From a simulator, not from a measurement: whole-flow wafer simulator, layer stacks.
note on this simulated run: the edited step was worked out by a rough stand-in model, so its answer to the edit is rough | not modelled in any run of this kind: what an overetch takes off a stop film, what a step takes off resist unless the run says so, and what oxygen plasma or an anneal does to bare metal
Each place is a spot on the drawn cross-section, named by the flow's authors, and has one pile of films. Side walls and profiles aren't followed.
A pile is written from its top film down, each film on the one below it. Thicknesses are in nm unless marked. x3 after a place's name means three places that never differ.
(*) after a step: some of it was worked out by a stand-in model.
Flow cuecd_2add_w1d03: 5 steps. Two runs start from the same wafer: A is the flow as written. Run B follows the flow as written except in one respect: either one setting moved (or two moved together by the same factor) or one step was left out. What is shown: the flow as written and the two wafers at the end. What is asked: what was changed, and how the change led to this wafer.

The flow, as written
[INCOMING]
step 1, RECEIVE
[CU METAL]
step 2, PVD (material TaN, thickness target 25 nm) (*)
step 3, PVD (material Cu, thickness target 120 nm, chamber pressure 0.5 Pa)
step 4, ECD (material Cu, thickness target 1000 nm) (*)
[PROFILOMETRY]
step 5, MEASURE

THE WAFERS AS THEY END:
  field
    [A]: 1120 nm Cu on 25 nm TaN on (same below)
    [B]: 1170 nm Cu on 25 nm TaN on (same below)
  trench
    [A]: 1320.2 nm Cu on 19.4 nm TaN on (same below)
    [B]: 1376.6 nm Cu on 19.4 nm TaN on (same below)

The reason: step 4, ECD: thickness target 1050 nm was run, while the flow as written has thickness target 1000 nm.

Step by step, how the change led to this:
  step 4, ECD (material Cu, thickness target 1000 nm) (*)
      field: A Cu gains 1000 | B Cu gains 1050
      trench: A Cu gains 1226.8 | B Cu gains 1283.2
